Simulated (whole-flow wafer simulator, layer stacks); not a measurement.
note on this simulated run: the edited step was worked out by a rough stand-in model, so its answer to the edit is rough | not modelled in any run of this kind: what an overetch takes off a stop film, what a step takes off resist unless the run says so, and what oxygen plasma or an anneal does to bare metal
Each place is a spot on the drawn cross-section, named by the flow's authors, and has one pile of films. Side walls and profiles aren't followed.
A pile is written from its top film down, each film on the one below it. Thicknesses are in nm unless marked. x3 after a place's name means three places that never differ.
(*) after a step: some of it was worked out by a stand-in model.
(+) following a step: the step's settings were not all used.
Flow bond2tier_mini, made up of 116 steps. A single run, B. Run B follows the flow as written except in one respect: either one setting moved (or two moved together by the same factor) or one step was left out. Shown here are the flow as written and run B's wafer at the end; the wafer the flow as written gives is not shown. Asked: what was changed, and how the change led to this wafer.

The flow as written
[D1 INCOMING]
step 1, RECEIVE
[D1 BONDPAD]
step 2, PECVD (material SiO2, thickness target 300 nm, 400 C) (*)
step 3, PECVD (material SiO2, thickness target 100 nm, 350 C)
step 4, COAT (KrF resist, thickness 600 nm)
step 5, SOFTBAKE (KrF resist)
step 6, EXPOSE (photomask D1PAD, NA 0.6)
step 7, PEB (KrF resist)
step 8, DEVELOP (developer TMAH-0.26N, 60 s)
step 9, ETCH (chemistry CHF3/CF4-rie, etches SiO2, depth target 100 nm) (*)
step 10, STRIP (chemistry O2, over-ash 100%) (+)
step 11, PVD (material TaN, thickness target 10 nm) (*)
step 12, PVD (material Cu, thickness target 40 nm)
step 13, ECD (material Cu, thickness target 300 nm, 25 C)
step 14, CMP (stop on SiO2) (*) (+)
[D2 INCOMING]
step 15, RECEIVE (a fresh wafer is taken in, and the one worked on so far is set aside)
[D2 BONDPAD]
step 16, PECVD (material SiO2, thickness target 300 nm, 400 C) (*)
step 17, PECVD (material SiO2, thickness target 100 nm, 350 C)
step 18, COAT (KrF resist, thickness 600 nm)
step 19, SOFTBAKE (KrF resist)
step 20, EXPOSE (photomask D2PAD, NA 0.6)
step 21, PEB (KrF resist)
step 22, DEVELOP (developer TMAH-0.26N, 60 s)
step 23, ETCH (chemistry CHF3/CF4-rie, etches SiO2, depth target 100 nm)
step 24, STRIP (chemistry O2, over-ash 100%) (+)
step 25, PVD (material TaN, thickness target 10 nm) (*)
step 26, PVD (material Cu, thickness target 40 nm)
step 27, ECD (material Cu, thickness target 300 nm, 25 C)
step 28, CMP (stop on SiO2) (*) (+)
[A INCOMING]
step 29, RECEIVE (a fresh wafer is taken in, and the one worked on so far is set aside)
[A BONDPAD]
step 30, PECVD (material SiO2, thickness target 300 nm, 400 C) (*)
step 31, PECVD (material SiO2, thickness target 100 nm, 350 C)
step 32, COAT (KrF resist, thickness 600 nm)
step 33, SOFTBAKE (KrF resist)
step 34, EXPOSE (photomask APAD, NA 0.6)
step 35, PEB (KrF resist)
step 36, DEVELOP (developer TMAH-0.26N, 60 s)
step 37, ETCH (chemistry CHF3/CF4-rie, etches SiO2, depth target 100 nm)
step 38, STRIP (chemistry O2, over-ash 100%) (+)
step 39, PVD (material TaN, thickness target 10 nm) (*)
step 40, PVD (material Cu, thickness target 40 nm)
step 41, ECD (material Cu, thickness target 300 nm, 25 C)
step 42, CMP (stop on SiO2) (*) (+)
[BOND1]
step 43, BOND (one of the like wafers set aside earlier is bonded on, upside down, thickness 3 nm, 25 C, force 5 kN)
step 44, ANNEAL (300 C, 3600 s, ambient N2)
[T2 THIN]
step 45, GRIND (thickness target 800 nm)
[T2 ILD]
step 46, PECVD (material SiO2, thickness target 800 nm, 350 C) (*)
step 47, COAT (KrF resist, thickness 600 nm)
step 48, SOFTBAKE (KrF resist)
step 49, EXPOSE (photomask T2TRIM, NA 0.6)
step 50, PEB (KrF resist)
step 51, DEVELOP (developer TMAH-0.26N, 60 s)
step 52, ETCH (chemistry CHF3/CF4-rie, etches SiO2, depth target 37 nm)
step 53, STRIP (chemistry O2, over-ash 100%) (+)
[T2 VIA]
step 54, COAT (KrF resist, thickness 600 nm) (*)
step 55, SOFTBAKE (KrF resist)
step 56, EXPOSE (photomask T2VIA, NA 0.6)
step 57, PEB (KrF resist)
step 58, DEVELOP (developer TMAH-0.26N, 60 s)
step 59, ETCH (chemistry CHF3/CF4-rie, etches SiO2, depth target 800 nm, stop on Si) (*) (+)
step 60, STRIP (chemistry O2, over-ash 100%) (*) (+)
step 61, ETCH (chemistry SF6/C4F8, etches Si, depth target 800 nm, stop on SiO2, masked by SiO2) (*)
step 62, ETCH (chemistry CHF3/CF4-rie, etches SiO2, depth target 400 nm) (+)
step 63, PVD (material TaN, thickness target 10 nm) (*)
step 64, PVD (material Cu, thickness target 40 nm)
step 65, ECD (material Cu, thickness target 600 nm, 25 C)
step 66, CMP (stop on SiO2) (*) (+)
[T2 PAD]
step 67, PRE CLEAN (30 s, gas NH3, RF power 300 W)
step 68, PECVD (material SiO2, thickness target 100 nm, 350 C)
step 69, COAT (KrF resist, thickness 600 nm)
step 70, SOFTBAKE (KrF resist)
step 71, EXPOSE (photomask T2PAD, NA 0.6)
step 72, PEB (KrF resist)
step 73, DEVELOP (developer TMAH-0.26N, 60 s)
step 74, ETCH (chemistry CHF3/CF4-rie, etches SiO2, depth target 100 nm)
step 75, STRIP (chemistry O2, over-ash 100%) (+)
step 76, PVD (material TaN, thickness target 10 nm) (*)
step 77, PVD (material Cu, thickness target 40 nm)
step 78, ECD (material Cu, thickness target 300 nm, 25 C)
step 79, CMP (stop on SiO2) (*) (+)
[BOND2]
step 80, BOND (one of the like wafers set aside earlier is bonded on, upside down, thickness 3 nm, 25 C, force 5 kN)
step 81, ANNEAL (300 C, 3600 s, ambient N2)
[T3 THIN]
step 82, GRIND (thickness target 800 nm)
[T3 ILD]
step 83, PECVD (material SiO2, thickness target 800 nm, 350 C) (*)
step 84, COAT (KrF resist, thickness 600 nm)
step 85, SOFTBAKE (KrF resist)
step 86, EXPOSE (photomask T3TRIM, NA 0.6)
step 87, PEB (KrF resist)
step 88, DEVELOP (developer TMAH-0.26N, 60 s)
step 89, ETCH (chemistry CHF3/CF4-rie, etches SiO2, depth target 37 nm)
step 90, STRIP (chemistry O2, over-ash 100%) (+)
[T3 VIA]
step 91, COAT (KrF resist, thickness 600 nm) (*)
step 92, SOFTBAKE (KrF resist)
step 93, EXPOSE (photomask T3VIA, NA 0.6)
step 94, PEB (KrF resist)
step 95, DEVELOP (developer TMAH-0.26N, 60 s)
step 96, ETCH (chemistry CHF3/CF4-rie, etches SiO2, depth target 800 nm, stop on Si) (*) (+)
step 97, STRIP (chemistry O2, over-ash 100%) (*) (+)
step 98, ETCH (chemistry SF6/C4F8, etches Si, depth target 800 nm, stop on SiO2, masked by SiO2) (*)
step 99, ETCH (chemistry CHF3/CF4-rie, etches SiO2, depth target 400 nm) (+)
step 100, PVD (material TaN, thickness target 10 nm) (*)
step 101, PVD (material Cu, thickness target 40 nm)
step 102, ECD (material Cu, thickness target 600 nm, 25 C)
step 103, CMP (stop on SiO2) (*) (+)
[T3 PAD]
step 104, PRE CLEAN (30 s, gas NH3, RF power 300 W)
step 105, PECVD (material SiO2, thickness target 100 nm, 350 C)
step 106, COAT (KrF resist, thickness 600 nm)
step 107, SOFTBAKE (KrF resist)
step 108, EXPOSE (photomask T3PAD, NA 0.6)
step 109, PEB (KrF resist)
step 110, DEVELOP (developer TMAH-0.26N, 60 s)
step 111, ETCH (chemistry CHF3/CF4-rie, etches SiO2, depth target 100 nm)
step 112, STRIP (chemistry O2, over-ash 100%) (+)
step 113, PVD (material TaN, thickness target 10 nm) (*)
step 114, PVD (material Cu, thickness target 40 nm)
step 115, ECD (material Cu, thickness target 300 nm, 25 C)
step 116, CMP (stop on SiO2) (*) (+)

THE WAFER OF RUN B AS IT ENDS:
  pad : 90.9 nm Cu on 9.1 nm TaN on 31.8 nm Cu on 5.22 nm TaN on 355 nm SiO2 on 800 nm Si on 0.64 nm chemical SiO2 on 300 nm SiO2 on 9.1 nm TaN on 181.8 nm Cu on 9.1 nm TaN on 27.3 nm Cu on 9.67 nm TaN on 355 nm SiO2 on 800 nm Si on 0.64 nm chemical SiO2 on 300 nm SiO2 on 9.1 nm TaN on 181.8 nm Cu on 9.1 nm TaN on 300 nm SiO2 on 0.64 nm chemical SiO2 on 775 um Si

Cause: step 100, PVD: thickness target 5.4 nm was run, though the flow has thickness target 10 nm.

The path from the change to this, step by step:
  step 100, PVD (material TaN, thickness target 10 nm) (*)
      field: TaN gains 5.4 (new film) (it would be, as written: TaN gains 10 (new film))
      pad: TaN gains 5.22 (new film) (it would be, as written: TaN gains 9.67 (new film))
  step 103, CMP (stop on SiO2) (*) (+)
      field: Cu loses 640 (all of it), TaN loses 5.4 (all of it) (it would be, as written: Cu loses 640 (all of it), TaN loses 10 (all of it))
